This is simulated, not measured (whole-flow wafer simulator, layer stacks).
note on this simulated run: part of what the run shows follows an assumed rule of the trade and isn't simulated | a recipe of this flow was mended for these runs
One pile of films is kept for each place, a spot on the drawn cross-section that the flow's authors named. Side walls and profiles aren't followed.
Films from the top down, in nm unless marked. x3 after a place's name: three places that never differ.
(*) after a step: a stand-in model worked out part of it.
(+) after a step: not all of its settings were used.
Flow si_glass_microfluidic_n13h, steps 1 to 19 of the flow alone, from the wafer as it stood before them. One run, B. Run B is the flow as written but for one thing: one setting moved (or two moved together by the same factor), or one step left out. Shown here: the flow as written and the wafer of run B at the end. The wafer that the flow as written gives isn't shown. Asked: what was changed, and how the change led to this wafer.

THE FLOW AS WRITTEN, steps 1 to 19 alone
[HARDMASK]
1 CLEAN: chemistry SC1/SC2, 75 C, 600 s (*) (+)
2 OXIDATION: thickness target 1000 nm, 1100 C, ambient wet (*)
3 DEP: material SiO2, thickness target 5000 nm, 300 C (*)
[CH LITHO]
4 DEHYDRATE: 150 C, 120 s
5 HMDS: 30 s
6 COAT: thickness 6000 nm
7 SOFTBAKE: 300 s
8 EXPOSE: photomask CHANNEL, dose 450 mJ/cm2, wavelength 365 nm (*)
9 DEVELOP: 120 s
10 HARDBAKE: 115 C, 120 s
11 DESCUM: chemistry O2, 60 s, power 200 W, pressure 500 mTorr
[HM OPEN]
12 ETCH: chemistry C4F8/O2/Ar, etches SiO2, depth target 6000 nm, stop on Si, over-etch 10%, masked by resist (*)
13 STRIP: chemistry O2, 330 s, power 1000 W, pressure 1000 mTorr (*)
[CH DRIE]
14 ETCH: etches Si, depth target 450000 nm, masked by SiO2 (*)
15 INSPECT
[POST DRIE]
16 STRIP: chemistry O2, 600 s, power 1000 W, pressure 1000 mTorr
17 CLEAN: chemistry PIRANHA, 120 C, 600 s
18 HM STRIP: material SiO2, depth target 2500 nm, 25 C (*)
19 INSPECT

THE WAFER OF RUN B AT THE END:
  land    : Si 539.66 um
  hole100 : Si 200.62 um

The cause: step 2, OXIDATION: thickness target 760 nm was run, where the flow has thickness target 1000 nm; step 12, ETCH: depth target 4560 nm was run, where the flow has depth target 6000 nm.

How the change led to this, step by step:
  2 OXIDATION: thickness target 1000 nm, 1100 C, ambient wet (*)
      land, hole100: SiO2 +760 (new film), chemical SiO2 -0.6 (all of it), Si -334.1 (as written it would be: SiO2 +1000 (new film), chemical SiO2 -0.6 (all of it), Si -439.7)
  12 ETCH: chemistry C4F8/O2/Ar, etches SiO2, depth target 6000 nm, stop on Si, over-etch 10%, masked by resist (*)
      hole100: SiO2 -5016 (as written it would be: SiO2 -6000 (all of it), Si -75)
      land: thick-i-line-resist -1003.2 (as written it would be: thick-i-line-resist -1320)
  13 STRIP: chemistry O2, 330 s, power 1000 W, pressure 1000 mTorr (*)
      hole100: nothing (as written it would be: chemical SiO2 +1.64 (new film), Si -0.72)
      land: thick-i-line-resist -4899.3 (all of it) (as written it would be: thick-i-line-resist -4582.5 (all of it))
  14 ETCH: etches Si, depth target 450000 nm, masked by SiO2 (*)
      hole100: SiO2 -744 (all of it), Si -339.04 um (as written it would be: chemical SiO2 -1.64 (all of it), Si -450.64 um)
  18 HM STRIP: material SiO2, depth target 2500 nm, 25 C (*)
      land: SiO2 -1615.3 (all of it) (as written it would be: SiO2 -1854.4 (all of it))
